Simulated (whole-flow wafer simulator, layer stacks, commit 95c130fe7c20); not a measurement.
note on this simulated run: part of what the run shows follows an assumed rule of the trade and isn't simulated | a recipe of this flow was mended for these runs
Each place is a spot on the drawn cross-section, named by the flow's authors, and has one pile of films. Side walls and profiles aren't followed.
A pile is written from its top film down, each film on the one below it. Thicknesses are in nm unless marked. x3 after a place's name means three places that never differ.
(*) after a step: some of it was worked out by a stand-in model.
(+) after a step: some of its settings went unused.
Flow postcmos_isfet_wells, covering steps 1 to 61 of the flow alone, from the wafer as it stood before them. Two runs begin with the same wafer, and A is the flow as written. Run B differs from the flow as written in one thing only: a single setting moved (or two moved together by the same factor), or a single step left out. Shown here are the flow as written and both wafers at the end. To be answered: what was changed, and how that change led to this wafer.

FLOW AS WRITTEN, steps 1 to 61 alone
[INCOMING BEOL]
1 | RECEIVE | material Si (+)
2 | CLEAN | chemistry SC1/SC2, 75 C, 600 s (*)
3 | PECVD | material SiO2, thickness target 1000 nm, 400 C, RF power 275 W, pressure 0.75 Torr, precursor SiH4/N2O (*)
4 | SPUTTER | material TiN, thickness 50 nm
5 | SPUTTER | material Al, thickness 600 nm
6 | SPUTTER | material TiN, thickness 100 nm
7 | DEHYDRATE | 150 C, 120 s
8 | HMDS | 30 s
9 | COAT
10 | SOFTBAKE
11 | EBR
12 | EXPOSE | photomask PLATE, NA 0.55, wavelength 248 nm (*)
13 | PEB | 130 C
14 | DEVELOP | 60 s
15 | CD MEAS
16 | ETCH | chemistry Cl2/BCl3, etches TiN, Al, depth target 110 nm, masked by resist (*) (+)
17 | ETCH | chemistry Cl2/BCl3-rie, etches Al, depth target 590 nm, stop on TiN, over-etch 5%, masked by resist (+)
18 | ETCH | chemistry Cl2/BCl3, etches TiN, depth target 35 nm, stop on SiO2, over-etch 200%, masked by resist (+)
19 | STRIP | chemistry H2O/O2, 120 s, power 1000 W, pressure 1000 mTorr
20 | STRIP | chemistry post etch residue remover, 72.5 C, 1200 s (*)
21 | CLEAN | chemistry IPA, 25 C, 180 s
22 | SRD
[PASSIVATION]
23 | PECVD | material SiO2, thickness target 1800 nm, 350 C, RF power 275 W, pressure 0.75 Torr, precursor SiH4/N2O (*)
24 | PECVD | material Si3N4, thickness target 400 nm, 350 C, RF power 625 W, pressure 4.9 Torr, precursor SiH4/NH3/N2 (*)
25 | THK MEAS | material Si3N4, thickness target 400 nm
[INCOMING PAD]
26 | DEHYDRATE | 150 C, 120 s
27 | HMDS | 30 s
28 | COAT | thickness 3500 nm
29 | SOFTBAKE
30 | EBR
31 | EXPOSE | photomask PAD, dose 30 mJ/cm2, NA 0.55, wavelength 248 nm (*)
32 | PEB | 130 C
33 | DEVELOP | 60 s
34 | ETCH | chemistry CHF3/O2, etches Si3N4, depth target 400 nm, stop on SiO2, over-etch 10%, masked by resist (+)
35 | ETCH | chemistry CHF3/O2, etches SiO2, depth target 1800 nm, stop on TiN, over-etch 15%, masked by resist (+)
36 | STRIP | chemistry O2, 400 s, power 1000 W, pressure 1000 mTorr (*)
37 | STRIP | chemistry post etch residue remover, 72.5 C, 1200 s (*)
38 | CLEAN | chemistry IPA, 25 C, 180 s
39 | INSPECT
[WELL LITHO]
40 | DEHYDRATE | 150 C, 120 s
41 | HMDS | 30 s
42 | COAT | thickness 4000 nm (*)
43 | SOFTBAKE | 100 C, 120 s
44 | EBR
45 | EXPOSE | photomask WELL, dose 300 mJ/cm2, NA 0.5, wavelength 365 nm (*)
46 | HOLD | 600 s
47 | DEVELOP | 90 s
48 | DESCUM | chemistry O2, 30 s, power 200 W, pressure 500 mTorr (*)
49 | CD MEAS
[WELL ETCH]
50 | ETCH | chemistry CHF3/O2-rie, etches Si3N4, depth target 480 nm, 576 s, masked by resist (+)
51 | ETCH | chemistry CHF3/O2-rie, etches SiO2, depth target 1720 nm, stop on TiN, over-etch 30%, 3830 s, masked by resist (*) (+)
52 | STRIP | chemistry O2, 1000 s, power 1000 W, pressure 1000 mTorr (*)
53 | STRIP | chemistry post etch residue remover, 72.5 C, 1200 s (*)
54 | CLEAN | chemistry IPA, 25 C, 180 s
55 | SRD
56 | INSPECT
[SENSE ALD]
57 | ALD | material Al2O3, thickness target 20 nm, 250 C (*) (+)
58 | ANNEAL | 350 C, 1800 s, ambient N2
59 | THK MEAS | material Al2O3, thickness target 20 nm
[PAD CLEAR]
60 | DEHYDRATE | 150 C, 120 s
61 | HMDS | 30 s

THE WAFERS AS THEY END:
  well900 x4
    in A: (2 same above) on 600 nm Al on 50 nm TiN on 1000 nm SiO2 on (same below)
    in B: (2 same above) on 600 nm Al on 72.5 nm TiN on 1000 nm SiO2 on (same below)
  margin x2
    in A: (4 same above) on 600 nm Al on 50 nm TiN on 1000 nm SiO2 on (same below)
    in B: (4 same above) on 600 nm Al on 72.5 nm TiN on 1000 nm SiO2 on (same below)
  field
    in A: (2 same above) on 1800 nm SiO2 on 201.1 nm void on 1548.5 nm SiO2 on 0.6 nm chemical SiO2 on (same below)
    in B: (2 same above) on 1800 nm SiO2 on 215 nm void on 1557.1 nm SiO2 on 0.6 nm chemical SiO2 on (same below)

What caused this: step 4, SPUTTER: thickness 72.5 nm was run, while the flow as written has thickness 50 nm.
The wafer lets one read it off: well900 x4 has TiN 72.5, and step 4 as written asks for 50 nm.

Step by step, how the change led to this:
  4 | SPUTTER | material TiN, thickness 50 nm
      field, margin x2, well900 x4, pad_clr, pad_open: A TiN gains 50 (new film) | B TiN gains 72.5 (new film)
  18 | ETCH | chemistry Cl2/BCl3, etches TiN, depth target 35 nm, stop on SiO2, over-etch 200%, masked by resist (+)
      margin x2, well900 x4, pad_clr, pad_open: A thick-KrF-resist loses 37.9 | B thick-KrF-resist loses 42
      field: A TiN loses 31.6 (all of it), SiO2 loses 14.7 | B TiN loses 54.1 (all of it), SiO2 loses 10.2
  23 | PECVD | material SiO2, thickness target 1800 nm, 350 C, RF power 275 W, pressure 0.75 Torr, precursor SiH4/N2O (*)
      field: A SiO2 gains 1800 (new film), void gains 201.1 (new film), SiO2 gains 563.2 | B SiO2 gains 1800 (new film), void gains 215 (new film), SiO2 gains 567.3
